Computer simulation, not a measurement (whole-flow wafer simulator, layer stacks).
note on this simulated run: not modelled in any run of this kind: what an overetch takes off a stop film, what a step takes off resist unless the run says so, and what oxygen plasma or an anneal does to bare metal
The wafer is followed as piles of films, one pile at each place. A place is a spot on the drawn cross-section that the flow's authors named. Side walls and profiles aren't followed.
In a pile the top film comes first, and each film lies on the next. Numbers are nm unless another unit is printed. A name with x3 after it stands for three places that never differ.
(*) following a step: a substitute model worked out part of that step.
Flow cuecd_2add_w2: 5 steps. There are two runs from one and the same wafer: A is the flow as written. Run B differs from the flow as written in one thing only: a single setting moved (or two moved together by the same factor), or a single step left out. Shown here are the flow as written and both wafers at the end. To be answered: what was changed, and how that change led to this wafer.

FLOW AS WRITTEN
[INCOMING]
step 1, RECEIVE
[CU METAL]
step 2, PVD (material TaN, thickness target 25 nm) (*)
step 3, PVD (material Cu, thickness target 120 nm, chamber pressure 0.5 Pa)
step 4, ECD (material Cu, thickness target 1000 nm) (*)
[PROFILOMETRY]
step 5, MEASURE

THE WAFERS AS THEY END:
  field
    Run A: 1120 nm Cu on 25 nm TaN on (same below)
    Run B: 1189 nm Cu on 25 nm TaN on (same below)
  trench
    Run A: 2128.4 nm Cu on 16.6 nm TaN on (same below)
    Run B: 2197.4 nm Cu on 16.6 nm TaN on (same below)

Cause: step 3, PVD: thickness target 189 nm was run, though the flow has thickness target 120 nm.

Step by step, how the change led to this:
  step 3, PVD (material Cu, thickness target 120 nm, chamber pressure 0.5 Pa)
      field: A +120 Cu (new film) | B +189 Cu (new film)
      trench: A +80.8 Cu (new film) | B +126.8 Cu (new film)
